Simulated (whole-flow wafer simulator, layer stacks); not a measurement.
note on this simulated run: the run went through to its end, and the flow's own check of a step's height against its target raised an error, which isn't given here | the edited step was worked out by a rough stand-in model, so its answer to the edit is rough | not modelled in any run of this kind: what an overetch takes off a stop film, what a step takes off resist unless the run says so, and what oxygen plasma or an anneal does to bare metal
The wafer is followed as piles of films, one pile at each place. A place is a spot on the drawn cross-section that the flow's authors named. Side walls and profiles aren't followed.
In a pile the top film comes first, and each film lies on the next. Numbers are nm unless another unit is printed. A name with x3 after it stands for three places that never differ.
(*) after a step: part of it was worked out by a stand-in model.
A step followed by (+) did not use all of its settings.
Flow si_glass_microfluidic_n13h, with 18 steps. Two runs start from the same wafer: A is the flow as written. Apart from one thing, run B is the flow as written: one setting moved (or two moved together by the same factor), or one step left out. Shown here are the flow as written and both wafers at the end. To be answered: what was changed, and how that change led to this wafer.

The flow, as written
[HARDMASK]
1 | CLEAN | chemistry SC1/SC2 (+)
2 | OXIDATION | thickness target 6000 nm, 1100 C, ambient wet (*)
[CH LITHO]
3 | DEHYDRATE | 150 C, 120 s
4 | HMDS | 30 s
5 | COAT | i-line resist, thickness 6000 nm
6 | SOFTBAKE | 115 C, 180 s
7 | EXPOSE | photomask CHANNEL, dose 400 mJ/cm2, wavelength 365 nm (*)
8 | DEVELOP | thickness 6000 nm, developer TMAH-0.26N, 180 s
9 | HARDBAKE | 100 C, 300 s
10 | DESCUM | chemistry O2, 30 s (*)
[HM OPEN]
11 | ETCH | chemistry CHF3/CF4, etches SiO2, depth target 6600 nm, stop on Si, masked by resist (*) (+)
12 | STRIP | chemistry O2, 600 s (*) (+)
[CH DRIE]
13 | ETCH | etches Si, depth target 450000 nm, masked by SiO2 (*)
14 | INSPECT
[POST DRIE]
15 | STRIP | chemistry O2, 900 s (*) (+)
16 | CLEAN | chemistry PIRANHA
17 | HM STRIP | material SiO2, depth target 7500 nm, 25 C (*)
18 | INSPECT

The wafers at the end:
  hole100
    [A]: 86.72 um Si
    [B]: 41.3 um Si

What caused this: step 13, ETCH: depth target 495000 nm was run, whereas the flow has depth target 450000 nm.

The path from the change to this, step by step:
  13 | ETCH | etches Si, depth target 450000 nm, masked by SiO2 (*)
      land: A -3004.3 SiO2 | B -3307 SiO2
      hole100: A -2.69 chemical SiO2 (all of it), -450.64 um Si | B -2.69 chemical SiO2 (all of it), -496.06 um Si
  17 | HM STRIP | material SiO2, depth target 7500 nm, 25 C (*)
      land: A -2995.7 SiO2 (all of it) | B -2693 SiO2 (all of it)
